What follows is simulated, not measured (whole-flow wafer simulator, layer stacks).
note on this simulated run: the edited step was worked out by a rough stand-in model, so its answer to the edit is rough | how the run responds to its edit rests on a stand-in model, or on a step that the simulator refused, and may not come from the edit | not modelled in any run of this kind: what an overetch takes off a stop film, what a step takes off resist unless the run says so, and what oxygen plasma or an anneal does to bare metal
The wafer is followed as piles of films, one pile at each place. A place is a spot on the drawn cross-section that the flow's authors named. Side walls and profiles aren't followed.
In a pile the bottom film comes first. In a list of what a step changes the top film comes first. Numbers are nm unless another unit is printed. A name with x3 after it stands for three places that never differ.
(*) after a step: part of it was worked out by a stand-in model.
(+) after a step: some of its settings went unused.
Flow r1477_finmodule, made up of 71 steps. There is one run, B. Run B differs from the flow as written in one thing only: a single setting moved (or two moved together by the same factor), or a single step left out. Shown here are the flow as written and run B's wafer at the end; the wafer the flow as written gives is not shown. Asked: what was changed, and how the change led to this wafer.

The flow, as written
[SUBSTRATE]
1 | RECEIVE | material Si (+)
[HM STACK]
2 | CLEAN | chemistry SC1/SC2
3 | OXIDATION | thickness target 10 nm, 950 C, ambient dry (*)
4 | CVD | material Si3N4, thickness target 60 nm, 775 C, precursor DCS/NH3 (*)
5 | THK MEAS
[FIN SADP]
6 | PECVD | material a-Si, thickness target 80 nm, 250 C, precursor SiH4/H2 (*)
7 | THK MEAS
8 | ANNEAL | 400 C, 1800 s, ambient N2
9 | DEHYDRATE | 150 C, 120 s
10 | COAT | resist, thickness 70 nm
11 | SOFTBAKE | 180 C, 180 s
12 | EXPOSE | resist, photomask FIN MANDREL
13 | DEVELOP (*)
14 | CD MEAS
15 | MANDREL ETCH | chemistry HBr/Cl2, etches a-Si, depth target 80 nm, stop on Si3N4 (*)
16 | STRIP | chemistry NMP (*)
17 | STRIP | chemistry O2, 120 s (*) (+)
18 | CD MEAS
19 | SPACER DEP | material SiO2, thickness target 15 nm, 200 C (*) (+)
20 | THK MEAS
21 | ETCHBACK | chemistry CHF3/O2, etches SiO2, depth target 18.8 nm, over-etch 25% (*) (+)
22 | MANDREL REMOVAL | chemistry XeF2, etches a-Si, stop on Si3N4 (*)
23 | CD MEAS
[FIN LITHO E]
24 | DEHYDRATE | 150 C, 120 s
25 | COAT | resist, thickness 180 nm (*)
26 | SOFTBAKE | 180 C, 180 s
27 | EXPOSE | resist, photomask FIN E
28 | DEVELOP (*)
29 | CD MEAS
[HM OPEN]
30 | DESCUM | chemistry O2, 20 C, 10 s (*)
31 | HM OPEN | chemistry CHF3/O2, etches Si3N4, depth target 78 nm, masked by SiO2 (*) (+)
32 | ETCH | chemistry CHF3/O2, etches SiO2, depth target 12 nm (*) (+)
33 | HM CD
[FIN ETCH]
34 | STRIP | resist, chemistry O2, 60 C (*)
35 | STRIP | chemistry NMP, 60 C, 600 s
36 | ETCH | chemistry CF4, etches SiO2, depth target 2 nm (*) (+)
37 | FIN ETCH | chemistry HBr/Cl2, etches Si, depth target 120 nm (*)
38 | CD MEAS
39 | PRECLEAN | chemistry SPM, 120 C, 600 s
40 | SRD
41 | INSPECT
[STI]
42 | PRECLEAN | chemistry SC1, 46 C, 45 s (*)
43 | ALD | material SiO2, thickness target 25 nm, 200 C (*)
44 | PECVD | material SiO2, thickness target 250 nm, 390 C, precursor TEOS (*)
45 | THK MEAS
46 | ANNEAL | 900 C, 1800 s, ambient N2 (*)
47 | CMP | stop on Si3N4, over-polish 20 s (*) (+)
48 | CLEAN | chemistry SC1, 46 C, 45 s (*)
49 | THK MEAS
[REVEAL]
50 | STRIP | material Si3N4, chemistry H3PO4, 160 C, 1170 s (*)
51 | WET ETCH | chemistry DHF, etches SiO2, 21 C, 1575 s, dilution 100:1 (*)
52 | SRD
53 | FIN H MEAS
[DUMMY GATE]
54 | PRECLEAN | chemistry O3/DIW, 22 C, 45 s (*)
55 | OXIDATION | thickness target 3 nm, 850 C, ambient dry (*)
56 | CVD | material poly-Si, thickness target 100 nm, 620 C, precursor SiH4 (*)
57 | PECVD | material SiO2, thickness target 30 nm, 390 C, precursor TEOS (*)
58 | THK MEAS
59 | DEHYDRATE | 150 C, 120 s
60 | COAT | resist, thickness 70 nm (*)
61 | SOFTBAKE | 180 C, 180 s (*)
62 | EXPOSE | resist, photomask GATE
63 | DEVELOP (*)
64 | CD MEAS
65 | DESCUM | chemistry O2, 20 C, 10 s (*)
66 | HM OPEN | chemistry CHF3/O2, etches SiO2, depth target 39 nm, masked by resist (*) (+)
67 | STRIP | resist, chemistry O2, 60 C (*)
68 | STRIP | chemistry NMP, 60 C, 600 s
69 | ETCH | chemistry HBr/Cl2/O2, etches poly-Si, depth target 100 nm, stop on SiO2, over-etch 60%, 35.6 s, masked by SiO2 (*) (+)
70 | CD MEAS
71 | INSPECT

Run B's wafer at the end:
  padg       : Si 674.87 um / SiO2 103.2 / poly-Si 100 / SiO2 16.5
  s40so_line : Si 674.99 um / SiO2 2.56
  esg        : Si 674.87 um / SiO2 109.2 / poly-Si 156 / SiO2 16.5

Cause: step 57, PECVD: thickness target 21.8 nm was run, while the flow as written has thickness target 30 nm.

How this came from the change, step by step:
  57 | PECVD | material SiO2, thickness target 30 nm, 390 C, precursor TEOS (*)
      pad, padg, elg and 33 more: +21.8 SiO2 (new film) (in the flow as written it would be: +30 SiO2 (new film))
  66 | HM OPEN | chemistry CHF3/O2, etches SiO2, depth target 39 nm, masked by resist (*) (+)
      pad, elo, eso and 15 more: -21.8 SiO2 (all of it), -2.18 poly-Si (in the flow as written it would be: -30 SiO2 (all of it), -1.8 poly-Si)
      padg, elg, esg and 15 more: -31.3 resist (in the flow as written it would be: -37.4 resist)
  67 | STRIP | resist, chemistry O2, 60 C (*)
      padg, elg, esg: -21.9 resist (all of it) (in the flow as written it would be: -15.9 resist (all of it))
      e40lg, e100lg, e200lg: -18.8 resist (all of it) (in the flow as written it would be: -12.8 resist (all of it))
      (also at 12 further places)
